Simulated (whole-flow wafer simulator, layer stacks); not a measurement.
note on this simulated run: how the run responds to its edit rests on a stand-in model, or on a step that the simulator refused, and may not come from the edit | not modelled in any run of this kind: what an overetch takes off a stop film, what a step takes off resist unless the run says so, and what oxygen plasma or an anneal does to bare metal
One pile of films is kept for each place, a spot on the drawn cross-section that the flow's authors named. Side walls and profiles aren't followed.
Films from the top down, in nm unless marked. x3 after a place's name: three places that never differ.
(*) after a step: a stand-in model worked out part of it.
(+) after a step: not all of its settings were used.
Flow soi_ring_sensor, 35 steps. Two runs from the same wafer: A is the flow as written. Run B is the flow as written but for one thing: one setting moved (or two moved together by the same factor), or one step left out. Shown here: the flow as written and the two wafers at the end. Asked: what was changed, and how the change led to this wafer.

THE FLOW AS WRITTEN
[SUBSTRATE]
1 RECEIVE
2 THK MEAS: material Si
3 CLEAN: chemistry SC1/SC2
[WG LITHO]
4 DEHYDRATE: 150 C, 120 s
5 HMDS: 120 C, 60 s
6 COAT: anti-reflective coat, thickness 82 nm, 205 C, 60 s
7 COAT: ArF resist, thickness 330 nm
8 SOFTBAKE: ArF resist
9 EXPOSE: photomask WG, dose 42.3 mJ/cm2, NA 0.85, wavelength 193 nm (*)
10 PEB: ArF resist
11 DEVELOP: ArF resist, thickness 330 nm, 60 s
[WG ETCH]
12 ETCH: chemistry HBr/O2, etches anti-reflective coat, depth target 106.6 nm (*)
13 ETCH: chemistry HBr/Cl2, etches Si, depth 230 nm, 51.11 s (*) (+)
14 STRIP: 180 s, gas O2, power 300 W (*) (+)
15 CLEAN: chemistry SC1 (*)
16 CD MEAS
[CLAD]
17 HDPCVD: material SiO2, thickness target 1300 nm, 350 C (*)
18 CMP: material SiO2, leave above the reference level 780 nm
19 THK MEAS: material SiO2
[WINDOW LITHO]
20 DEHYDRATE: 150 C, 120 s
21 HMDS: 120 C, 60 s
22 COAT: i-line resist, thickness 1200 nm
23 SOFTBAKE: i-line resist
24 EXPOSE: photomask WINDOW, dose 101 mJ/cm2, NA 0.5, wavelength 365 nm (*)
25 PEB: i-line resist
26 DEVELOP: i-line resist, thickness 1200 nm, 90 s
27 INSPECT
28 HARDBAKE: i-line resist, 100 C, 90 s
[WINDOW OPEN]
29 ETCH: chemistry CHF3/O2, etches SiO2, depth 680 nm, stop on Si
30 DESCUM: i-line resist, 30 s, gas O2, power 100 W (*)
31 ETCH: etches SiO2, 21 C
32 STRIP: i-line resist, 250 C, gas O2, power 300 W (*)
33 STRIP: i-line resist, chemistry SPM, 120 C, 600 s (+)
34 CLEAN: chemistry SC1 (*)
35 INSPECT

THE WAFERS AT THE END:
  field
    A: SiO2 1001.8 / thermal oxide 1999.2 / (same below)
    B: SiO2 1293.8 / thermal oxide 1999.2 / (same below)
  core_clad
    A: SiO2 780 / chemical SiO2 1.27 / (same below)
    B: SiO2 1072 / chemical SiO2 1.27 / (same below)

The cause: step 18, CMP: leave above the reference level 1072 nm was run, where the flow has leave above the reference level 780 nm.
It can be read off the wafer: core_clad has SiO2 1072, and step 18 as written asks for 780 nm.

How the change led to this, step by step:
  18 CMP: material SiO2, leave above the reference level 780 nm
      gap, window, field, gap_clad: A SiO2 -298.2 | B SiO2 -6.24
      core, core_clad: A SiO2 -520 | B SiO2 -228
  31 ETCH: etches SiO2, 21 C
      core: A SiO2 -100 (all of it), chemical SiO2 -1.27 (all of it) | B SiO2 -392 (all of it), chemical SiO2 -1.27 (all of it)
